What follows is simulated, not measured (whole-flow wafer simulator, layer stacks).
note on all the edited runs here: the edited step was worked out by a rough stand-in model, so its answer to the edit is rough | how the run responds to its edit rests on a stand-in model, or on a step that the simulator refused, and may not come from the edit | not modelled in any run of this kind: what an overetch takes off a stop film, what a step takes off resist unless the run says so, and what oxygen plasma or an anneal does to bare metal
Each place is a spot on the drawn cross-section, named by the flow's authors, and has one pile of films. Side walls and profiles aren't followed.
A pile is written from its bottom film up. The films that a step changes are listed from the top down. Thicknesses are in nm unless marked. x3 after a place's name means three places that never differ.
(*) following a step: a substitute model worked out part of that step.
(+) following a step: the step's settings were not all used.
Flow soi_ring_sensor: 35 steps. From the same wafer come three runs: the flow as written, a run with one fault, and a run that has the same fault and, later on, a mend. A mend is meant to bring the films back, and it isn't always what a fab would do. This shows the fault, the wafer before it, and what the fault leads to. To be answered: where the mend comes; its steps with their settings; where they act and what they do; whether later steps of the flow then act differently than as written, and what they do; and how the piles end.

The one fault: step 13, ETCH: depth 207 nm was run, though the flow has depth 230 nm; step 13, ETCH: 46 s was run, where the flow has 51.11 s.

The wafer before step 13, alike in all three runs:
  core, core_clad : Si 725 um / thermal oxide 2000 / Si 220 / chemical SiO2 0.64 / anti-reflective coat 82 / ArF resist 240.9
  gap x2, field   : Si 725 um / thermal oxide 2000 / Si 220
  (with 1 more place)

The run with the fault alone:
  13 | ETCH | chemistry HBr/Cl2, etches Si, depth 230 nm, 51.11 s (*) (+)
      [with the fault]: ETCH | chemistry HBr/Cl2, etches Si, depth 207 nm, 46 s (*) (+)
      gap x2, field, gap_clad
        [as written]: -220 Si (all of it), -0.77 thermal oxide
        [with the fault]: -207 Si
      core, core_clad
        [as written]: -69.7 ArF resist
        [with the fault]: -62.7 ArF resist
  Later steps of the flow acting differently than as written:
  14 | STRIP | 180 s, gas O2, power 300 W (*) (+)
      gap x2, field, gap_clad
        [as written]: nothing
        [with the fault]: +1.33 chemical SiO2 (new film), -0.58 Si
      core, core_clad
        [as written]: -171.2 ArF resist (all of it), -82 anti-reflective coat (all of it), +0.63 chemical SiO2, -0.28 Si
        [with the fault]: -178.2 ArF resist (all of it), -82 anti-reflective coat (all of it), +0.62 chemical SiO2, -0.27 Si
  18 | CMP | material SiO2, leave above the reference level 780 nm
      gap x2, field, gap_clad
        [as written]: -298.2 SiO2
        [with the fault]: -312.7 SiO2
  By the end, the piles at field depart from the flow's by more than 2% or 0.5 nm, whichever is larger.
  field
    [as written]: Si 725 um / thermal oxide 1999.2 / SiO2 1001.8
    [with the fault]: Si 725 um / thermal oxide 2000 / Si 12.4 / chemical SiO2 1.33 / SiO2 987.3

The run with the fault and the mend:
  After step 13 comes the mend.
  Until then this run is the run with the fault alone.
  13a | ETCH | chemistry HBr/Cl2, etches Si, depth 23 nm, 5.111 s (*) (+) (the flow's step 13, run once more with other settings)
      gap x2, field, gap_clad
        -13 Si (all of it), -0.77 thermal oxide
      core, core_clad
        -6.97 ArF resist
  Every later step of the flow that is run acts as written at every place that is followed.
  The piles end the same as the flow's at every place that both follow.
